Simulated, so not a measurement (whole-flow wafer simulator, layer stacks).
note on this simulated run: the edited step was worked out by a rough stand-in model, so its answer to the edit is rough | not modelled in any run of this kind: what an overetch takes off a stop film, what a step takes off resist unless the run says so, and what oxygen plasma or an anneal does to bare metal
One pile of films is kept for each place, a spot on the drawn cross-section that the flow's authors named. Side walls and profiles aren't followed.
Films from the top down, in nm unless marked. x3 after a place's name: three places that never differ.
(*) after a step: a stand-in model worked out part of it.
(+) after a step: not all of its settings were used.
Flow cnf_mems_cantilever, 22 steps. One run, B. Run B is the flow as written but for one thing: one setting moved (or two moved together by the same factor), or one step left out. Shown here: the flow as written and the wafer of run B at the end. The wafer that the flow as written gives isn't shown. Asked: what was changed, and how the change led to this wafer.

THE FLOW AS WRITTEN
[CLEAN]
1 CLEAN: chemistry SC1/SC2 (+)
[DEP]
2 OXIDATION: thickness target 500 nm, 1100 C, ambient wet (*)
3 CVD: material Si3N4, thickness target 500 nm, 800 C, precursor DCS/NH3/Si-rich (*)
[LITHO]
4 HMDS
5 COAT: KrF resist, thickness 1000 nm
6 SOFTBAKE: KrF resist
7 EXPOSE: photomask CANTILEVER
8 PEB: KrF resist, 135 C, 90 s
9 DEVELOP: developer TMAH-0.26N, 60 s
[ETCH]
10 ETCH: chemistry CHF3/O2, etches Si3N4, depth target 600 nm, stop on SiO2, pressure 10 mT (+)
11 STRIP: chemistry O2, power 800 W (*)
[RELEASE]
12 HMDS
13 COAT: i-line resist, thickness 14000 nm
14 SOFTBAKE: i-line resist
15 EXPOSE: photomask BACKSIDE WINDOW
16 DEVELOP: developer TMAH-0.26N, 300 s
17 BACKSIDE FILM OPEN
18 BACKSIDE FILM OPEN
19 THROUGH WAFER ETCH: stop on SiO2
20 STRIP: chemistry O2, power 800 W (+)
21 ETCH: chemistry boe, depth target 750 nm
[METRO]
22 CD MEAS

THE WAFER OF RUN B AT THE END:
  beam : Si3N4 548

The cause: step 3, CVD: thickness target 548 nm was run, where the flow has thickness target 500 nm.
It can be read off the wafer: beam has Si3N4 548, and step 3 as written asks for 500 nm.

How the change led to this, step by step:
  3 CVD: material Si3N4, thickness target 500 nm, 800 C, precursor DCS/NH3/Si-rich (*)
      field, beam: Si3N4 +548 (new film) (as written it would be: Si3N4 +500 (new film))
  10 ETCH: chemistry CHF3/O2, etches Si3N4, depth target 600 nm, stop on SiO2, pressure 10 mT (+)
      field: Si3N4 -548 (all of it) (as written it would be: Si3N4 -500 (all of it))
